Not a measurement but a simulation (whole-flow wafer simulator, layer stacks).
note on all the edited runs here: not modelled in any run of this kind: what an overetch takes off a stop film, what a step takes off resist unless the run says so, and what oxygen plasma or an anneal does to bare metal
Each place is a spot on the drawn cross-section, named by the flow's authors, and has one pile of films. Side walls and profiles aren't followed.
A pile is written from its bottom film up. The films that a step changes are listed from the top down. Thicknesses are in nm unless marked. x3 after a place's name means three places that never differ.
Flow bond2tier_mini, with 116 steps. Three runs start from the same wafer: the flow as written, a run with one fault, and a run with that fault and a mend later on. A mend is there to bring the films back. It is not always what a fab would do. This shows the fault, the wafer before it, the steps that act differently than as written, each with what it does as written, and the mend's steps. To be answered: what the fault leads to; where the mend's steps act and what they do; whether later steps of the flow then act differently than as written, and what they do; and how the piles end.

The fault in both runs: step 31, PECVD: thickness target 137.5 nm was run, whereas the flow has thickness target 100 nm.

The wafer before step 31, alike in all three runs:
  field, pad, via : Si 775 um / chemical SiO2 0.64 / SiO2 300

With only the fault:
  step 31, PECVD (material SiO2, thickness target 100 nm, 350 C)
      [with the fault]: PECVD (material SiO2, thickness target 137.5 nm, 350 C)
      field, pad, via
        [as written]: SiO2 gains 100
        [with the fault]: SiO2 gains 137.5
  None of the later steps of the flow acts differently than as written at any place that is followed.
  At field, pad, the piles at the end differ from the flow's by more than 2% or 0.5 nm, whichever is larger.
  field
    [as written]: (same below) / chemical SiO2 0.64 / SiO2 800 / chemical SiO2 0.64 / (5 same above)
    [with the fault]: (same below) / chemical SiO2 0.64 / SiO2 837.5 / chemical SiO2 0.64 / (5 same above)
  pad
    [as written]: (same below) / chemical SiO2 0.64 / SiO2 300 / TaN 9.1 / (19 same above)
    [with the fault]: (same below) / chemical SiO2 0.64 / SiO2 337.5 / TaN 9.1 / (19 same above)

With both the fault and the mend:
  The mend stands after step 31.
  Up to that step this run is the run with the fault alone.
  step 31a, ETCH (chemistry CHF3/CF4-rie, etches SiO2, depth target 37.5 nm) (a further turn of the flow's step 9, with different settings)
      field, pad, via
        SiO2 loses 37.5
  None of the later steps of the flow acts differently than as written at any place that is followed.
  By the end, the piles equal the flow's at every place that both follow.
